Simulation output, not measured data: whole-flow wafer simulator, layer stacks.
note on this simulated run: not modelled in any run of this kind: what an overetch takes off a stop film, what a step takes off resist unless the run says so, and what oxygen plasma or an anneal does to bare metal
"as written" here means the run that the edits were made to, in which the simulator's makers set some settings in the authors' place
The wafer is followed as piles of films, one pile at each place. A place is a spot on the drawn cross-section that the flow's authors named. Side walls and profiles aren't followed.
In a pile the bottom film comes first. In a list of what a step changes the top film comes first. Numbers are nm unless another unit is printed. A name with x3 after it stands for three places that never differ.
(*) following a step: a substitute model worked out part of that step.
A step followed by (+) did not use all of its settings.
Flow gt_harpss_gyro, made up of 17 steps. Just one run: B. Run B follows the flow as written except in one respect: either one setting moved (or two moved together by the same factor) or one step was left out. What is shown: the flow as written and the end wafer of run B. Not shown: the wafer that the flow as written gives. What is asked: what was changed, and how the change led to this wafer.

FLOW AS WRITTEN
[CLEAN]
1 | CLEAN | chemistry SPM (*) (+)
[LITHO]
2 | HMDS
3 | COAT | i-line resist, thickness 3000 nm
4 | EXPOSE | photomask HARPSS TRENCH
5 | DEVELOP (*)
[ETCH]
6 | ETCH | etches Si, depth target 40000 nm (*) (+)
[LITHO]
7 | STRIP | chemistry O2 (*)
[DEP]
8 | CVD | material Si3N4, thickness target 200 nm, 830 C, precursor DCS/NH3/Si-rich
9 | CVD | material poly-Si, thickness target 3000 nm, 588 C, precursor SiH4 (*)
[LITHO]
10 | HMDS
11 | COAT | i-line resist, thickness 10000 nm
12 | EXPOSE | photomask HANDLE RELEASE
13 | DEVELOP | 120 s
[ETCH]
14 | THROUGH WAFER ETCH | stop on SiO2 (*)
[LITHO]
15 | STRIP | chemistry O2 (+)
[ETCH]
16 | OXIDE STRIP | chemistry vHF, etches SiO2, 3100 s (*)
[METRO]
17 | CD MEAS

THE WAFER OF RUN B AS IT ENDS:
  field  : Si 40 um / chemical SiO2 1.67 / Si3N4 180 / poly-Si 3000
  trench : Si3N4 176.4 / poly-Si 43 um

The reason: step 8, CVD: thickness target 180 nm was run, though the flow has thickness target 200 nm.
The wafer itself shows it: field has Si3N4 180, and step 8 as written asks for 200 nm.

The path from the change to this, step by step:
  8 | CVD | material Si3N4, thickness target 200 nm, 830 C, precursor DCS/NH3/Si-rich
      field: Si3N4 gains 180 (new film) (it would be, as written: Si3N4 gains 200 (new film))
      trench: Si3N4 gains 176.4 (new film) (it would be, as written: Si3N4 gains 195.9 (new film))
  9 | CVD | material poly-Si, thickness target 3000 nm, 588 C, precursor SiH4 (*)
      trench: poly-Si gains 43 um (new film) (it would be, as written: poly-Si gains 43.01 um (new film))
